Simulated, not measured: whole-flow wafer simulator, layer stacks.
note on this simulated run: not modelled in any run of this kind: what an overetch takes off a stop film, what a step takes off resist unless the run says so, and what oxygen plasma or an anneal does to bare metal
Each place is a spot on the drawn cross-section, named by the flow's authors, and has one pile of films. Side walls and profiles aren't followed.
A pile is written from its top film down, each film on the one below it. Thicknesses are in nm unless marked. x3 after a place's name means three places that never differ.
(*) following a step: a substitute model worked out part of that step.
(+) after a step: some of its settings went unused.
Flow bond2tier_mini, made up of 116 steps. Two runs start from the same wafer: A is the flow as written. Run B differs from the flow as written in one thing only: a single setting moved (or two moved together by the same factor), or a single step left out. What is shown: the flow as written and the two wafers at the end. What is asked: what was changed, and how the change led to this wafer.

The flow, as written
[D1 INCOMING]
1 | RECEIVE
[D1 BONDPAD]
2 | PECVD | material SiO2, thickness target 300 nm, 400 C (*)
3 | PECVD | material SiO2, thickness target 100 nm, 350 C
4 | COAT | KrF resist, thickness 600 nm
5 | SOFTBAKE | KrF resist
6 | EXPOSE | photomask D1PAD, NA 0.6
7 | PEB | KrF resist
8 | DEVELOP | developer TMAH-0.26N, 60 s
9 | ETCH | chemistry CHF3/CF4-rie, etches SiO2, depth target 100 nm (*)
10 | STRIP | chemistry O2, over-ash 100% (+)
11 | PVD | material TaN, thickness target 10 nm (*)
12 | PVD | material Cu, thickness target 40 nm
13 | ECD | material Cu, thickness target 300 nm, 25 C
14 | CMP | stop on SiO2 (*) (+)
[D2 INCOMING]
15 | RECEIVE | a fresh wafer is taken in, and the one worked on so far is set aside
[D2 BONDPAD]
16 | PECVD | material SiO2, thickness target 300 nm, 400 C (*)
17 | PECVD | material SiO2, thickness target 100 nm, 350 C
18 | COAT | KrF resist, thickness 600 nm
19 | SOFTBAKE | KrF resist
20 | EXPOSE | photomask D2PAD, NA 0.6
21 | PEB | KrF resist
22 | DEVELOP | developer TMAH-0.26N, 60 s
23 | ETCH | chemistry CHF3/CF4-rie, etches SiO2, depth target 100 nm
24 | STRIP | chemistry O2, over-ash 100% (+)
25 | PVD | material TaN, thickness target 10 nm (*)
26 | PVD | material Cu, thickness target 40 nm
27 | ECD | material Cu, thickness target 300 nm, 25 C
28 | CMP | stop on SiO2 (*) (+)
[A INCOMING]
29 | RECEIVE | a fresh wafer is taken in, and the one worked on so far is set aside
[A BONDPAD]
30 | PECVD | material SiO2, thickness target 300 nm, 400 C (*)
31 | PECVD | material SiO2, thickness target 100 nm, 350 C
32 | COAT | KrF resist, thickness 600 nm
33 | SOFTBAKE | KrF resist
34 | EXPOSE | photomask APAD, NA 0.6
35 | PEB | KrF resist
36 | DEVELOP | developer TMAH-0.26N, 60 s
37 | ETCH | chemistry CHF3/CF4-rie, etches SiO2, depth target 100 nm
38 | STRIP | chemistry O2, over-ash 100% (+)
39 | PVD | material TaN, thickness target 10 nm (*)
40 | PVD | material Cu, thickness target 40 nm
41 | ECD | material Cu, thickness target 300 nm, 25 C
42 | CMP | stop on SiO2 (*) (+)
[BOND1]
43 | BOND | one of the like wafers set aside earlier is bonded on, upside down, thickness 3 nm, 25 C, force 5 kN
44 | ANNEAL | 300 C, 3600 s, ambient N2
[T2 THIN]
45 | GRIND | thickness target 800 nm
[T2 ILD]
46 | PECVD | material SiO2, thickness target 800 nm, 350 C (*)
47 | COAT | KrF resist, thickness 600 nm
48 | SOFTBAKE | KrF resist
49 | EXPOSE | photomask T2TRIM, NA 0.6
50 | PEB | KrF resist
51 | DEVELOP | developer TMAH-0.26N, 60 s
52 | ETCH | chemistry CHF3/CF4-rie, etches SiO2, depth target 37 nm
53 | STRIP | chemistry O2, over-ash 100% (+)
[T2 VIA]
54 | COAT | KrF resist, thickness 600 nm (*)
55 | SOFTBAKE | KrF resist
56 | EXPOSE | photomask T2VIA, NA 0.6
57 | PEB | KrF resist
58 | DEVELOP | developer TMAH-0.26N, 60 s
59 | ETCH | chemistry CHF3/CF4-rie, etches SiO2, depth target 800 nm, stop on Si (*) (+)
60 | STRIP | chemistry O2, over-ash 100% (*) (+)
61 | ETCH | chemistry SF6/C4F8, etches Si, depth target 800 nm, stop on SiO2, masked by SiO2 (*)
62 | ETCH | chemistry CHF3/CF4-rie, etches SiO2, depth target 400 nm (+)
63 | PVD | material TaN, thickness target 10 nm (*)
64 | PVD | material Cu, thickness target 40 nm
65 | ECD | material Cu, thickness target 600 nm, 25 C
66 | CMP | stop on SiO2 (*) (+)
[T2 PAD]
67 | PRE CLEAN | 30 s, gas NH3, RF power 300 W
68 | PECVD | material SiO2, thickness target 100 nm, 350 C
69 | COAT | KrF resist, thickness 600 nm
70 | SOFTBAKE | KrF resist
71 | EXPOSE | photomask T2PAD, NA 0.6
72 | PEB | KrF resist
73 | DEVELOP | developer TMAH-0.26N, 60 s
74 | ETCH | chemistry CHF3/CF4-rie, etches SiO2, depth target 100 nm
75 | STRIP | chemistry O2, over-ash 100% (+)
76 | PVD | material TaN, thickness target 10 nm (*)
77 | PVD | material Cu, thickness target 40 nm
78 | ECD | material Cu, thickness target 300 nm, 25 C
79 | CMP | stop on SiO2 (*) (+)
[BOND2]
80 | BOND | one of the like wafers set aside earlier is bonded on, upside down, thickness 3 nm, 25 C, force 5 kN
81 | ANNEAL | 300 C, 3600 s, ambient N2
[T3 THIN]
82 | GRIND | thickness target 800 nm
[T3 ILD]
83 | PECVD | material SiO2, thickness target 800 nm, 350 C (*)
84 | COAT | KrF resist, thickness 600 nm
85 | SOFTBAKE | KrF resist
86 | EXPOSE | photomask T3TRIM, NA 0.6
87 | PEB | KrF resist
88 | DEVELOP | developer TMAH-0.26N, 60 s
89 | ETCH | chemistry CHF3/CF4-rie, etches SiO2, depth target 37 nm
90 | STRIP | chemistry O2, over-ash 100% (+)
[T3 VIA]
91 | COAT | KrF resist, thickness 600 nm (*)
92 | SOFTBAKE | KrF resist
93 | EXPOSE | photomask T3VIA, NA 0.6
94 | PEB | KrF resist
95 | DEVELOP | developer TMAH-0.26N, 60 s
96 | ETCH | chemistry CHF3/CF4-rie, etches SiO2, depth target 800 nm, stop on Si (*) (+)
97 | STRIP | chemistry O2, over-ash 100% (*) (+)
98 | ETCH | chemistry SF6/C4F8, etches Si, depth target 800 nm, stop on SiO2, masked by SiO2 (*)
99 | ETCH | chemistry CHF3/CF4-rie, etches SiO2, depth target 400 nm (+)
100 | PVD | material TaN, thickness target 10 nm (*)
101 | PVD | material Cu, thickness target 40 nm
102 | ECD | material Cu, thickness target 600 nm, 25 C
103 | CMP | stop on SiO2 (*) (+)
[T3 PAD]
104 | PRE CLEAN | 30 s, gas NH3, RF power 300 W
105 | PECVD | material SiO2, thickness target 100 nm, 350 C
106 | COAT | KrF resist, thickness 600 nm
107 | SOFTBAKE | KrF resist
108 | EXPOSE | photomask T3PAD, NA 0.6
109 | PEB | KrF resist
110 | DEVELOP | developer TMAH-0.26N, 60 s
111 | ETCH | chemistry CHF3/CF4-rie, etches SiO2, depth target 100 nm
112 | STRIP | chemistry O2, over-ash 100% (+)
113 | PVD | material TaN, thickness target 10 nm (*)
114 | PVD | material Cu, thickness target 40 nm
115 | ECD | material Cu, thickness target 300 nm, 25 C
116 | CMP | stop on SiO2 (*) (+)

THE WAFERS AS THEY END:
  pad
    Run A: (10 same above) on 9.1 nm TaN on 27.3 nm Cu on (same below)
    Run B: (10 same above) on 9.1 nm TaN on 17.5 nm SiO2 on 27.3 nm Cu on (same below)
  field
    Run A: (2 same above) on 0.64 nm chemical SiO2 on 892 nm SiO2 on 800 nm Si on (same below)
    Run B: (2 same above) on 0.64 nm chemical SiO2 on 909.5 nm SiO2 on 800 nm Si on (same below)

What caused this: step 68, PECVD: thickness target 117.5 nm was run, while the flow as written has thickness target 100 nm.

The path from the change to this, step by step:
  68 | PECVD | material SiO2, thickness target 100 nm, 350 C
      field: A SiO2 gains 100 | B SiO2 gains 117.5
      pad: A SiO2 gains 100 (new film) | B SiO2 gains 117.5 (new film)
  74 | ETCH | chemistry CHF3/CF4-rie, etches SiO2, depth target 100 nm
      pad: A SiO2 loses 100 (all of it) | B SiO2 loses 100
If metal films that touch count as one body, pad has 4 bodies (between them, from the top down: SiO2 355 / Si 800 / chemical SiO2 0.64 / SiO2 300; SiO2 17.5; SiO2 355 / Si 800 / chemical SiO2 0.64 / SiO2 300); the flow as written gives 3 bodies (between them, from the top down: SiO2 355 / Si 800 / chemical SiO2 0.64 / SiO2 300; SiO2 355 / Si 800 / chemical SiO2 0.64 / SiO2 300).
